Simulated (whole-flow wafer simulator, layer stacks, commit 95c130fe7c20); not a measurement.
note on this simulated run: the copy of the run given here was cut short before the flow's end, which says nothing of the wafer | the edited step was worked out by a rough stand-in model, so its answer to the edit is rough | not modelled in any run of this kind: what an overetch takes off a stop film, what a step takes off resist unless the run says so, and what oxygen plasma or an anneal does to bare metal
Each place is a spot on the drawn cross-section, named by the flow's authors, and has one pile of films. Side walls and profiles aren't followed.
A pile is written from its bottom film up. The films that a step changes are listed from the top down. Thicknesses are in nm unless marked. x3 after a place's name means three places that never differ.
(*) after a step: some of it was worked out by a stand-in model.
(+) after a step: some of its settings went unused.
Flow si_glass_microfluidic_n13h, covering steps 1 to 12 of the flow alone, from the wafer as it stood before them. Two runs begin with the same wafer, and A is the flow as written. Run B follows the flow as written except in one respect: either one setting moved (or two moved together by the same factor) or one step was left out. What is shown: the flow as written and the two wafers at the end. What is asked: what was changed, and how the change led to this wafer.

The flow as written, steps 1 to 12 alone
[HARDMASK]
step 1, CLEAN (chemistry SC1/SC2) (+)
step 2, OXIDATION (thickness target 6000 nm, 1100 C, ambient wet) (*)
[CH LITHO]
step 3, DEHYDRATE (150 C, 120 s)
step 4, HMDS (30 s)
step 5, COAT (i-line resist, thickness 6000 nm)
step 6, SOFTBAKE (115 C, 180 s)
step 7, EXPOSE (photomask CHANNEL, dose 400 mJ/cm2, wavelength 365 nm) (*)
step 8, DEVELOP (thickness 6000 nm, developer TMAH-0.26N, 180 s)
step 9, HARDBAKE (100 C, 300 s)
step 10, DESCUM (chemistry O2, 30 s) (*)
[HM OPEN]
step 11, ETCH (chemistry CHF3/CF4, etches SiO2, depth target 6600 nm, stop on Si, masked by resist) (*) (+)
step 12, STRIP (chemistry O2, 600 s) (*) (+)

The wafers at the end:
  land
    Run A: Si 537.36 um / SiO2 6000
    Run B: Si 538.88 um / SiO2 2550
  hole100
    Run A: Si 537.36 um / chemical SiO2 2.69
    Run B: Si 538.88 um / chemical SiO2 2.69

What caused this: step 2, OXIDATION: thickness target 2550 nm was run, while the flow as written has thickness target 6000 nm.
One can read it off the wafer: land has SiO2 2550, and step 2 as written asks for 6000 nm.

The path from the change to this, step by step:
  step 2, OXIDATION (thickness target 6000 nm, 1100 C, ambient wet) (*)
      land, hole100: A SiO2 gains 6000 (new film), chemical SiO2 loses 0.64 (all of it), Si loses 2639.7 | B SiO2 gains 2550 (new film), chemical SiO2 loses 0.64 (all of it), Si loses 1121.7
  step 11, ETCH (chemistry CHF3/CF4, etches SiO2, depth target 6600 nm, stop on Si, masked by resist) (*) (+)
      land: A i-line resist loses 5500 | B i-line resist loses 3187.5
      hole100: A SiO2 loses 6000 (all of it) | B SiO2 loses 2550 (all of it)
  step 12, STRIP (chemistry O2, 600 s) (*) (+)
      land: A i-line resist loses 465 (all of it) | B i-line resist loses 2777.5 (all of it)
